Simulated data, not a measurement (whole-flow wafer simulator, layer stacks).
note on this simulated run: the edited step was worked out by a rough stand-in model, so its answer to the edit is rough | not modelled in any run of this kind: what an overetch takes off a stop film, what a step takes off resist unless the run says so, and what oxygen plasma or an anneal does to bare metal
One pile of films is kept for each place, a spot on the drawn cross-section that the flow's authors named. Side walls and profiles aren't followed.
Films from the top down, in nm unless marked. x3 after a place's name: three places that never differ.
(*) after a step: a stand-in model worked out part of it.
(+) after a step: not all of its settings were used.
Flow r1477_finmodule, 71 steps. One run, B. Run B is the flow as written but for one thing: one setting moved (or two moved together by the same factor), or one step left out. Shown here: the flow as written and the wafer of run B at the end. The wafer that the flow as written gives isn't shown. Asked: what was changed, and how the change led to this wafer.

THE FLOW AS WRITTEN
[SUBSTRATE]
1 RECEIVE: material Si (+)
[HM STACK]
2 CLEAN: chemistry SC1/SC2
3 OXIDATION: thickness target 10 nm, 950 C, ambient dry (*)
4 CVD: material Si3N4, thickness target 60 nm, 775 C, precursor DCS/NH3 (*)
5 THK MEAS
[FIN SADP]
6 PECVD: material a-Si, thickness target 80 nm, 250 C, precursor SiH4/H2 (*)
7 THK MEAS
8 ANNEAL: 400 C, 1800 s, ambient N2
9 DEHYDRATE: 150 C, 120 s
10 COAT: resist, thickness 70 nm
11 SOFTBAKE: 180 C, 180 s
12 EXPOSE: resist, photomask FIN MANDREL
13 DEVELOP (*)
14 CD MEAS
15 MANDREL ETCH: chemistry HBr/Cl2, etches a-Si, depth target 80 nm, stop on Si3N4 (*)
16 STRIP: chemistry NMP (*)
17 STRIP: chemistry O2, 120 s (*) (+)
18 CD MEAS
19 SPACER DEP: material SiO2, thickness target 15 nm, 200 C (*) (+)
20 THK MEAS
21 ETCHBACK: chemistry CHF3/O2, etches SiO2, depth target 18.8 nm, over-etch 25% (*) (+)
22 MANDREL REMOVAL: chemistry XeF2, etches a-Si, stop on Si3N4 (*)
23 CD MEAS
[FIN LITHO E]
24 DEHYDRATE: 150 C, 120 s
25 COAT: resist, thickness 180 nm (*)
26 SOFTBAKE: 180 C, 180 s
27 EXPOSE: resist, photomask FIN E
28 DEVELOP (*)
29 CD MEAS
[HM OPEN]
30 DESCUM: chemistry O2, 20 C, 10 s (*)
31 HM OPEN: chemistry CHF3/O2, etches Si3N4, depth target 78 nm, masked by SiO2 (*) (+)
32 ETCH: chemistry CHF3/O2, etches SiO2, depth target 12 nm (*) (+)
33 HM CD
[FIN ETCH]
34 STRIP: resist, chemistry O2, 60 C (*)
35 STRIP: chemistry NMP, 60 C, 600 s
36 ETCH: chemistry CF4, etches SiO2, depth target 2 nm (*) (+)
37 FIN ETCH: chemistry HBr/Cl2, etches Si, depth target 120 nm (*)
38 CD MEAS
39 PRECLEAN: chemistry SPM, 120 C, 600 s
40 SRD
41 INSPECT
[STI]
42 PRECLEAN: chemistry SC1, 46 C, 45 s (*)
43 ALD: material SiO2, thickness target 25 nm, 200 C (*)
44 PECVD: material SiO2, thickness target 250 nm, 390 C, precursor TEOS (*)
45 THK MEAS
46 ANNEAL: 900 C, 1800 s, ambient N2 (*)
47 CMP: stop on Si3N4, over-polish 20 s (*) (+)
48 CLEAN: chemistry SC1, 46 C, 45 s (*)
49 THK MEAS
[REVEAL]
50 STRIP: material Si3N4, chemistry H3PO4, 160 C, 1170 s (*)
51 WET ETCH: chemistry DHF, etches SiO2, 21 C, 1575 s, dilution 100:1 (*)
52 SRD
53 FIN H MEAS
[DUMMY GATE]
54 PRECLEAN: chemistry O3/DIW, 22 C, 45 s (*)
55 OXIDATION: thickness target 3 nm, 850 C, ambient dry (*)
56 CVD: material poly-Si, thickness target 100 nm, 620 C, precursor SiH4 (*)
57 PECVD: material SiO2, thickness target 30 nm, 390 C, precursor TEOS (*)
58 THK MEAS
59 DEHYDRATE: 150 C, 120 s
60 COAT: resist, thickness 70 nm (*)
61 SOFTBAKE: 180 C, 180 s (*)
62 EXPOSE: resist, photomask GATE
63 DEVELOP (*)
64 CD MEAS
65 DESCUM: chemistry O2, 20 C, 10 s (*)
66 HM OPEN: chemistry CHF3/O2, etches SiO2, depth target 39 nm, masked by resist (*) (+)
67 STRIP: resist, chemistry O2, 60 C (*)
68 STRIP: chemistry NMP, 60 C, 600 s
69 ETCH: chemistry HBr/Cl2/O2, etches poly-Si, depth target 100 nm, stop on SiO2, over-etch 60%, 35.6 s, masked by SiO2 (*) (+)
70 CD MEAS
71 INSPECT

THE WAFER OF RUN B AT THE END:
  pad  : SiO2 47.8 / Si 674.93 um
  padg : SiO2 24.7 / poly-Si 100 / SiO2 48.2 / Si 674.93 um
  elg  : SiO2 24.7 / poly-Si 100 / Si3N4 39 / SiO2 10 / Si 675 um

The cause: step 37, FIN ETCH: depth target 64.8 nm was run, where the flow has depth target 120 nm.

How the change led to this, step by step:
  37 FIN ETCH: chemistry HBr/Cl2, etches Si, depth target 120 nm (*)
      pad, padg, esg and 19 more: Si -64.8 (as written it would be: Si -120)
      elg, e40lg, e100lg, e200lg, elo, e40lo, e100lo, e200lo: Si3N4 -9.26 (as written it would be: Si3N4 -17.1)
      (and at 6 more places)
  43 ALD: material SiO2, thickness target 25 nm, 200 C (*)
      s40cg, s45cg, s50cg, s40co, s45co, s50co: SiO2 +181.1 (new film) (as written it would be: SiO2 +232.1 (new film))
      esg: SiO2 +146.9 (new film) (as written it would be: SiO2 +194.3 (new film))
  47 CMP: stop on Si3N4, over-polish 20 s (*) (+)
      pad, padg, e40sg and 11 more: SiO2 -127 (as written it would be: SiO2 -71.8)
      elg, esg, e40lg and 6 more: SiO2 -249.5 (as written it would be: SiO2 -241.6)
      (and at 1 more place)
  51 WET ETCH: chemistry DHF, etches SiO2, 21 C, 1575 s, dilution 100:1 (*)
      elg, e40lg, e100lg, e200lg, elo, e40lo, e100lo, e200lo: SiO2 -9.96 (all of it), Si3N4 -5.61 (as written it would be: SiO2 -17.8 (all of it), Si3N4 -4.97)
  56 CVD: material poly-Si, thickness target 100 nm, 620 C, precursor SiH4 (*)
      esg: poly-Si +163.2 (new film) (as written it would be: poly-Si +156 (new film))
  60 COAT: resist, thickness 70 nm (*)
      e40sg, eso, e40so: resist +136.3 (new film) (as written it would be: resist +129.5 (new film))
      e100sg, e100so: resist +136.2 (new film) (as written it would be: resist +129.4 (new film))
      (and at 2 more places)
  63 DEVELOP (*)
      eso, e40so: resist -136.3 (all of it) (as written it would be: resist -129.5 (all of it))
      e100so: resist -136.2 (all of it) (as written it would be: resist -129.4 (all of it))
      (and at 1 more place)
  67 STRIP: resist, chemistry O2, 60 C (*)
      e40sg: resist -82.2 (all of it) (as written it would be: resist -75.4 (all of it))
      e100sg: resist -82.1 (all of it) (as written it would be: resist -75.3 (all of it))
      (and at 1 more place)
